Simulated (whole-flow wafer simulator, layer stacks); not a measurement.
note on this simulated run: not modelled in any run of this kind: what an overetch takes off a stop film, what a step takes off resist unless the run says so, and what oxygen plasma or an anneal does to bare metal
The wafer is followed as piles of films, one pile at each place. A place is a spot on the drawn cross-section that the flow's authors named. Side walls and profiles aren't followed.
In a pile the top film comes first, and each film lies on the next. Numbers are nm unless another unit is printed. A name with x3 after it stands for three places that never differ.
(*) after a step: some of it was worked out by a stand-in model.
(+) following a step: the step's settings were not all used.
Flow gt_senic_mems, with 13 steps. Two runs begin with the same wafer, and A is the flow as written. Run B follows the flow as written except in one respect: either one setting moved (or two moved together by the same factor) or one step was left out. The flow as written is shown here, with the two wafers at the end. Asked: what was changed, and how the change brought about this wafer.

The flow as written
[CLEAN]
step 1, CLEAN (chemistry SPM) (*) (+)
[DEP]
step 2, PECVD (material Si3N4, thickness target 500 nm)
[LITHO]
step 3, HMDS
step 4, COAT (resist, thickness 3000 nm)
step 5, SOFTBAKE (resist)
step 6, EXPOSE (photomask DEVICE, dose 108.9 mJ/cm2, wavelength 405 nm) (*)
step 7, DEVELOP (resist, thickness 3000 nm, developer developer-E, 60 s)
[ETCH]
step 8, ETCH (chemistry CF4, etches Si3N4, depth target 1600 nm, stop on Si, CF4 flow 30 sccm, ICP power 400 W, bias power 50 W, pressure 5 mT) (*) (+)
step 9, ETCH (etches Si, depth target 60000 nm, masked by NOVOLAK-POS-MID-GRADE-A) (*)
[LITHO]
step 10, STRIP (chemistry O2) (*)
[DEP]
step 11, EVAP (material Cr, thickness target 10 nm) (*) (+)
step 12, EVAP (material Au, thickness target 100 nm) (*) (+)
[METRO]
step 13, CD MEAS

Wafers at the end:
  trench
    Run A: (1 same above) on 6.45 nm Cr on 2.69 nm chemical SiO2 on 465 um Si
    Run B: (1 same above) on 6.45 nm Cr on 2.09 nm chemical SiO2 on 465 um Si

What caused this: step 4, COAT: thickness 1500 nm was run, whereas the flow has thickness 3000 nm.

How this came from the change, step by step:
  step 4, COAT (resist, thickness 3000 nm)
      field, trench: A resist gains 3000 (new film) | B resist gains 1500 (new film)
  step 7, DEVELOP (resist, thickness 3000 nm, developer developer-E, 60 s)
      trench: A resist loses 3000 (all of it) | B resist loses 1500 (all of it)
  step 10, STRIP (chemistry O2) (*)
      field: A resist loses 1817.3 (all of it) | B resist loses 317.3 (all of it)
      trench: A chemical SiO2 gains 2.69 (new film), Si loses 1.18 | B chemical SiO2 gains 2.09 (new film), Si loses 0.92
